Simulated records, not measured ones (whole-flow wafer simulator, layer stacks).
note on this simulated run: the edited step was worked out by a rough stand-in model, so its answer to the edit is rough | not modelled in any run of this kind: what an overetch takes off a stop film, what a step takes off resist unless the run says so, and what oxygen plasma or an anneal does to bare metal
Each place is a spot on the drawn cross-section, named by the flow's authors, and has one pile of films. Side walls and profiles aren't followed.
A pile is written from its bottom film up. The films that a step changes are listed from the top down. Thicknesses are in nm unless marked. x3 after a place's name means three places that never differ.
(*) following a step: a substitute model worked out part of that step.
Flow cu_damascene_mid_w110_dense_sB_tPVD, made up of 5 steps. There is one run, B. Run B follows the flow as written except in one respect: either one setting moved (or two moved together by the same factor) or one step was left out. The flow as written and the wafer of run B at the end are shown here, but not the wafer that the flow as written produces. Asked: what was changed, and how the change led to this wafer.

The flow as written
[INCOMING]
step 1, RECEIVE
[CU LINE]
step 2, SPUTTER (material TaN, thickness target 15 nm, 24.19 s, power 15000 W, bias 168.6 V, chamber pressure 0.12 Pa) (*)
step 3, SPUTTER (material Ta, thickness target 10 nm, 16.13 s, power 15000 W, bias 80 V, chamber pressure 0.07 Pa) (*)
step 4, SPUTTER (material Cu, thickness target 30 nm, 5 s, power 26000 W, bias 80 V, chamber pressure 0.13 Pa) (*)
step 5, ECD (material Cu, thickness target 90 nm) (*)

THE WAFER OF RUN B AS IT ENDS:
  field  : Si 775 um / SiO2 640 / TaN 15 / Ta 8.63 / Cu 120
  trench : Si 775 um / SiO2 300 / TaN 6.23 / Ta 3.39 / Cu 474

The reason: step 3, SPUTTER: power 12940 W was run, while the flow as written has power 15000 W.

Step by step, how the change led to this:
  step 3, SPUTTER (material Ta, thickness target 10 nm, 16.13 s, power 15000 W, bias 80 V, chamber pressure 0.07 Pa) (*)
      field: Ta gains 8.63 (new film) (in the flow as written it would be: Ta gains 10 (new film))
      trench: Ta gains 3.39 (new film) (in the flow as written it would be: Ta gains 4.05 (new film))
